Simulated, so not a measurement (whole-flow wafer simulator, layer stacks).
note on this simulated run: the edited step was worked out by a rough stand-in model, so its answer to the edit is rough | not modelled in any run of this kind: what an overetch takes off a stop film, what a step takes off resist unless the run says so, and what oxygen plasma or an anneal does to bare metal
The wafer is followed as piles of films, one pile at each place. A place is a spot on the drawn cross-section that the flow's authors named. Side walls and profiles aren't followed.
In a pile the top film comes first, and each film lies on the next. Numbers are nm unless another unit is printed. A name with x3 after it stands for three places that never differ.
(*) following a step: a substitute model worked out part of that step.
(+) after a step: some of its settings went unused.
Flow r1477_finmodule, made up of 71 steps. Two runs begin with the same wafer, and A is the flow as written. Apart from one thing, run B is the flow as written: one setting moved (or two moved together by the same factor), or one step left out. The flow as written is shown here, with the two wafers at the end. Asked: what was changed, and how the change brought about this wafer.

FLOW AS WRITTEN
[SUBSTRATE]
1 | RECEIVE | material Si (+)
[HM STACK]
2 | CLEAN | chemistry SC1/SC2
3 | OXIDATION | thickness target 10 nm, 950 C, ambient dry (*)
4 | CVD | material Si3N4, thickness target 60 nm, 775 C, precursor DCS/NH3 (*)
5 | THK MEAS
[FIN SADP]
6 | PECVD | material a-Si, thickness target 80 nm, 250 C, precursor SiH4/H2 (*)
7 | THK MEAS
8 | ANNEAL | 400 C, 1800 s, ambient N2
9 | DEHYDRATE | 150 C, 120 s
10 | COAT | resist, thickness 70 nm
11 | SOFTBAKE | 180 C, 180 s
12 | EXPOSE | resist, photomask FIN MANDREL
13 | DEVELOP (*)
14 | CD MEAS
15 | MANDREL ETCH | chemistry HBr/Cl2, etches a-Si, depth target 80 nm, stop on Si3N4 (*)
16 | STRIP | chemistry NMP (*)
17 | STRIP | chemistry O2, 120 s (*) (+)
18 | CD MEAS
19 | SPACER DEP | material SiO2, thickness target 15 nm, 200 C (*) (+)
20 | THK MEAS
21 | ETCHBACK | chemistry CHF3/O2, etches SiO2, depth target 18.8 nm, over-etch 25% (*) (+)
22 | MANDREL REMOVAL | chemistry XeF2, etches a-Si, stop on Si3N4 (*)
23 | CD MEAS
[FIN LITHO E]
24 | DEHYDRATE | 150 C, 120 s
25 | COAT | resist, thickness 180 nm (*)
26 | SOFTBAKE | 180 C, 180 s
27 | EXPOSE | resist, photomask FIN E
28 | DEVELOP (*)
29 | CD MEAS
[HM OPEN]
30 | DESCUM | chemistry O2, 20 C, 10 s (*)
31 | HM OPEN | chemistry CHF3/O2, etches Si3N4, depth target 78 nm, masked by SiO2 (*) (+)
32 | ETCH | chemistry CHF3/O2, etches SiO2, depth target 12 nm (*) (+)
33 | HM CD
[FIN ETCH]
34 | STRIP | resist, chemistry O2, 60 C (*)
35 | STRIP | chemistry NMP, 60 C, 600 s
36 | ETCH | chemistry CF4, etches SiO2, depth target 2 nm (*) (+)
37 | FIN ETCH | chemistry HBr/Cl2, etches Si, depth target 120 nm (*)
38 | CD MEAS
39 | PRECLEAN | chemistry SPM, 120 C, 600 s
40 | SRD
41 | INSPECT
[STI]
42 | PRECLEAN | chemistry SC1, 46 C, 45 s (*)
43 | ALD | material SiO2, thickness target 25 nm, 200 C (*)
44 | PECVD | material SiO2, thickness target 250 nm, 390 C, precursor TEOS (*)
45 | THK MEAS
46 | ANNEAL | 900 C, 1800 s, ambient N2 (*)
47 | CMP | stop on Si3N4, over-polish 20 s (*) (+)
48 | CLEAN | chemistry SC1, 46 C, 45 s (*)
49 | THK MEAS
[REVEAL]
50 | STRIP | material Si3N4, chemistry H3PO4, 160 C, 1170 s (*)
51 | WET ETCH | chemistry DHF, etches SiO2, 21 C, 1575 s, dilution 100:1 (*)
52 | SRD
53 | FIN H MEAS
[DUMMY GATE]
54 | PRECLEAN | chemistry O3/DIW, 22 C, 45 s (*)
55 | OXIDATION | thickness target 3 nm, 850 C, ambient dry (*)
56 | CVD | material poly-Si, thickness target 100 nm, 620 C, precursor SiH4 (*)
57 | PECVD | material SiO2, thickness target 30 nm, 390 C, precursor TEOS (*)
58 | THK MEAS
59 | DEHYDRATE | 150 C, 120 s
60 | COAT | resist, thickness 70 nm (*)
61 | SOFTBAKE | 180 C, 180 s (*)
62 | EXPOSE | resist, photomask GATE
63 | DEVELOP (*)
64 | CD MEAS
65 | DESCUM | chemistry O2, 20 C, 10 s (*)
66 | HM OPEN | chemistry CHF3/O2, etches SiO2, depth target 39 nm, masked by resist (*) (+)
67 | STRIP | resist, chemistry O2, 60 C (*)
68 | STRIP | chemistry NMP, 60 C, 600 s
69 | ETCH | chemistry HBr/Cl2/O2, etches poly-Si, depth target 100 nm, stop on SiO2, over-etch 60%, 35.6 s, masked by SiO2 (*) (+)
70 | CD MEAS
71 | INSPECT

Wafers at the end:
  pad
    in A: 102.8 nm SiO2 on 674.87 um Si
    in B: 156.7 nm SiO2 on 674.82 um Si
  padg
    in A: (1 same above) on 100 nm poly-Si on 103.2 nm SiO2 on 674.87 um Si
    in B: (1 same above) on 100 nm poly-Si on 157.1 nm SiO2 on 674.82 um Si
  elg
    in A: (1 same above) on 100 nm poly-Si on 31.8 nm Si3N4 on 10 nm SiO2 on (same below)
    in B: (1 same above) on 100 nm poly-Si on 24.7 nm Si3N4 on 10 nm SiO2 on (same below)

The reason: step 37, FIN ETCH: depth target 174 nm was run, though the flow has depth target 120 nm.

How this came from the change, step by step:
  37 | FIN ETCH | chemistry HBr/Cl2, etches Si, depth target 120 nm (*)
      pad, padg, esg and 19 more: A -120 Si | B -174 Si
      elg, e40lg, e100lg, e200lg, elo, e40lo, e100lo, e200lo: A -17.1 Si3N4 | B -24.9 Si3N4
      (as well as at 6 more places)
  43 | ALD | material SiO2, thickness target 25 nm, 200 C (*)
      s40cg, s45cg, s50cg, s40co, s45co, s50co: A +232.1 SiO2 (new film) | B +281.9 SiO2 (new film)
      esg: A +194.3 SiO2 (new film) | B +240.5 SiO2 (new film)
  47 | CMP | stop on Si3N4, over-polish 20 s (*) (+)
      pad, padg, e40sg and 11 more: A -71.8 SiO2 | B -17.8 SiO2
      elg, esg, e40lg and 6 more: A -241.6 SiO2 | B -233.9 SiO2
      (as well as at 1 more place)
  51 | WET ETCH | chemistry DHF, etches SiO2, 21 C, 1575 s, dilution 100:1 (*)
      elg, e40lg, e100lg, e200lg, elo, e40lo, e100lo, e200lo: A -17.8 SiO2 (all of it), -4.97 Si3N4 | B -25.6 SiO2 (all of it), -4.35 Si3N4
  56 | CVD | material poly-Si, thickness target 100 nm, 620 C, precursor SiH4 (*)
      esg: A +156 poly-Si (new film) | B +149 poly-Si (new film)
  60 | COAT | resist, thickness 70 nm (*)
      e40sg, eso, e40so: A +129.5 resist (new film) | B +122.8 resist (new film)
      e100sg, e100so: A +129.4 resist (new film) | B +122.7 resist (new film)
      (as well as at 2 more places)
  63 | DEVELOP (*)
      eso, e40so: A -129.5 resist (all of it) | B -122.8 resist (all of it)
      e100so: A -129.4 resist (all of it) | B -122.7 resist (all of it)
      (as well as at 1 more place)
  67 | STRIP | resist, chemistry O2, 60 C (*)
      e40sg: A -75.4 resist (all of it) | B -68.7 resist (all of it)
      e100sg: A -75.3 resist (all of it) | B -68.6 resist (all of it)
      (as well as at 1 more place)
